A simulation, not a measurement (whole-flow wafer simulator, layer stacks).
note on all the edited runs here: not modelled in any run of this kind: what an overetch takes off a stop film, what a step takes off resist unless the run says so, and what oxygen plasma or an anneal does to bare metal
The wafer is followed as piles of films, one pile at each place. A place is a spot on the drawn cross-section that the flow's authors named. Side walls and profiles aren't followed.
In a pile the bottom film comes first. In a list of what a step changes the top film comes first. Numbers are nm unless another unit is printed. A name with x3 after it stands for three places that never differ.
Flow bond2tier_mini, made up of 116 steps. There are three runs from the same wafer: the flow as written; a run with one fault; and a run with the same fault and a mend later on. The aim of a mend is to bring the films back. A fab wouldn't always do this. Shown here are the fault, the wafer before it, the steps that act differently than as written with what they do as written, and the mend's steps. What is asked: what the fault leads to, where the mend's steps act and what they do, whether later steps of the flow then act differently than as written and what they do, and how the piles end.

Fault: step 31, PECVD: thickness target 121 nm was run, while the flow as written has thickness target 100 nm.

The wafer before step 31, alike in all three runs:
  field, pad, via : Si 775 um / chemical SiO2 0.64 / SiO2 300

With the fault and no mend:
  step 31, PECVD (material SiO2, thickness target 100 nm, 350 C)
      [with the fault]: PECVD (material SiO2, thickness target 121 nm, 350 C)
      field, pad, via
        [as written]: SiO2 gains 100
        [with the fault]: SiO2 gains 121
  None of the later steps of the flow acts differently than as written at any place that is followed.
  At field, pad, the piles at the end differ from the flow's by more than 2% or 0.5 nm, whichever is larger.
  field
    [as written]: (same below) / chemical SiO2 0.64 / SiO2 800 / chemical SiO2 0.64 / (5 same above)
    [with the fault]: (same below) / chemical SiO2 0.64 / SiO2 821 / chemical SiO2 0.64 / (5 same above)
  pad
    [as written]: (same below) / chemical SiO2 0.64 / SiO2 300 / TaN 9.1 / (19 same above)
    [with the fault]: (same below) / chemical SiO2 0.64 / SiO2 321 / TaN 9.1 / (19 same above)

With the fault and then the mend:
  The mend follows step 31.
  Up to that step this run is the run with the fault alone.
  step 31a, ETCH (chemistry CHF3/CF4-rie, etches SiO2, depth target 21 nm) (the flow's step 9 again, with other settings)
      field, pad, via
        SiO2 loses 21
  None of the later steps of the flow acts differently than as written at any place that is followed.
  At every place that both follow, the piles at the end match the flow's.
